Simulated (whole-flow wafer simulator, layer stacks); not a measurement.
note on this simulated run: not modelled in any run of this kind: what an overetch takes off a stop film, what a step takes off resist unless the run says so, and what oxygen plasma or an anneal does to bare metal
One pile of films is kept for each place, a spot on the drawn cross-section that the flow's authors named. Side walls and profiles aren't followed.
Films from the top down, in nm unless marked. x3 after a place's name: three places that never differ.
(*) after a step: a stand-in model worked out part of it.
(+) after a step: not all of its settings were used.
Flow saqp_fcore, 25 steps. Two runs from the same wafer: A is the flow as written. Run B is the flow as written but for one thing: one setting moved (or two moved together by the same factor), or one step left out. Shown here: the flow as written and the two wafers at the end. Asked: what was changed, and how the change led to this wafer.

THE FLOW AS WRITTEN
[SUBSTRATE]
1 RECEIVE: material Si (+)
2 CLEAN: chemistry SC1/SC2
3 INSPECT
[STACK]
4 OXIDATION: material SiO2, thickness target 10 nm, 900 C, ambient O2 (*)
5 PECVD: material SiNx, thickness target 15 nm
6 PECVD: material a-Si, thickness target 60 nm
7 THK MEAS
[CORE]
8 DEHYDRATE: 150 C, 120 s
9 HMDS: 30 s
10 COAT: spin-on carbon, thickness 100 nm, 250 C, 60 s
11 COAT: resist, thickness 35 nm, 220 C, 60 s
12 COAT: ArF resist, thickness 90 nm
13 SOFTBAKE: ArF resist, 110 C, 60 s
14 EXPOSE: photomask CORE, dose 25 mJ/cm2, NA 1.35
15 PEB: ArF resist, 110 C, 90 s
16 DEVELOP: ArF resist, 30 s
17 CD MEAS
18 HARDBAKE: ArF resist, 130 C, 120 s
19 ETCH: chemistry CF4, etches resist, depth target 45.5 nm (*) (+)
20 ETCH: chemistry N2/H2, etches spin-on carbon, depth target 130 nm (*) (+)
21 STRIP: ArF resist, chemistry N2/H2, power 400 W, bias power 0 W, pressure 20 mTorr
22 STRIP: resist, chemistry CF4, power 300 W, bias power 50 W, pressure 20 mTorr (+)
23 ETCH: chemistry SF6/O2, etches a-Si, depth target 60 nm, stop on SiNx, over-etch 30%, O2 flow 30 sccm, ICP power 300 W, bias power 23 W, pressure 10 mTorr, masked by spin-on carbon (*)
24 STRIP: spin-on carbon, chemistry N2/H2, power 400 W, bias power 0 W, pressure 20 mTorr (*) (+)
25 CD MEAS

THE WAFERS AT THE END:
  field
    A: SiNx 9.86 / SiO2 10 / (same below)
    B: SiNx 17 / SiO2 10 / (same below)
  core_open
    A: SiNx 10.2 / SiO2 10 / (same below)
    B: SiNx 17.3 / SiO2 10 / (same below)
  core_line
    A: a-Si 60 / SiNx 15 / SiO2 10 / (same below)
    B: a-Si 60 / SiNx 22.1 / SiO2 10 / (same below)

The cause: step 5, PECVD: thickness target 22.1 nm was run, where the flow has thickness target 15 nm.
It can be read off the wafer: core_line has SiNx 22.1, and step 5 as written asks for 15 nm.

How the change led to this, step by step:
  5 PECVD: material SiNx, thickness target 15 nm
      field, core_open, core_line: A SiNx +15 (new film) | B SiNx +22.1 (new film)
